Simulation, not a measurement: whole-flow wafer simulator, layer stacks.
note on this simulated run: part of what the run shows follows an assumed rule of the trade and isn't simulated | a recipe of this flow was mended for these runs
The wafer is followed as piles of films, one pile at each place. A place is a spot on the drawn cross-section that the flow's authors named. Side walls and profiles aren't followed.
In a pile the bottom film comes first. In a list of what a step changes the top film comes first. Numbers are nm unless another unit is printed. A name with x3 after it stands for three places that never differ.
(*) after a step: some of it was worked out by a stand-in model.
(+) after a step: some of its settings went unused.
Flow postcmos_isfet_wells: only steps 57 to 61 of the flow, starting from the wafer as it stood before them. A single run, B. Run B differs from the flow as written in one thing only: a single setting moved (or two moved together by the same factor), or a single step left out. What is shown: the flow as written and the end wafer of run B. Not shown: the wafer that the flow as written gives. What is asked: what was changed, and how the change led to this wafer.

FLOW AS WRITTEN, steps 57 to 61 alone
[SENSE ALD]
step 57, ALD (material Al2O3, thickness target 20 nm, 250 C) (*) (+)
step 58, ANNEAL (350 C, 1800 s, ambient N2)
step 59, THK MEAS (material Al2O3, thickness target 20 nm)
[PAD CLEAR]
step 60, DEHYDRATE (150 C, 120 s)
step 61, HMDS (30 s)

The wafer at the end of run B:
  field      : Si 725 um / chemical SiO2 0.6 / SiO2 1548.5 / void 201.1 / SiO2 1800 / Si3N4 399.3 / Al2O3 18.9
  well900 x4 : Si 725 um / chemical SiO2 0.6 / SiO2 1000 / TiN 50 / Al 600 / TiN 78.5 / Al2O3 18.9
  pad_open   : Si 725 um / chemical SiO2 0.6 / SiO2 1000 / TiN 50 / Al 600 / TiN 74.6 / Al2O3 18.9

The reason: step 57, ALD: 285 C was run, while the flow as written has 250 C.

How this came from the change, step by step:
  step 57, ALD (material Al2O3, thickness target 20 nm, 250 C) (*) (+)
      field, margin x3, well900 x4, pad_open: Al2O3 gains 18.9 (new film) (as written it would have been: Al2O3 gains 20 (new film))
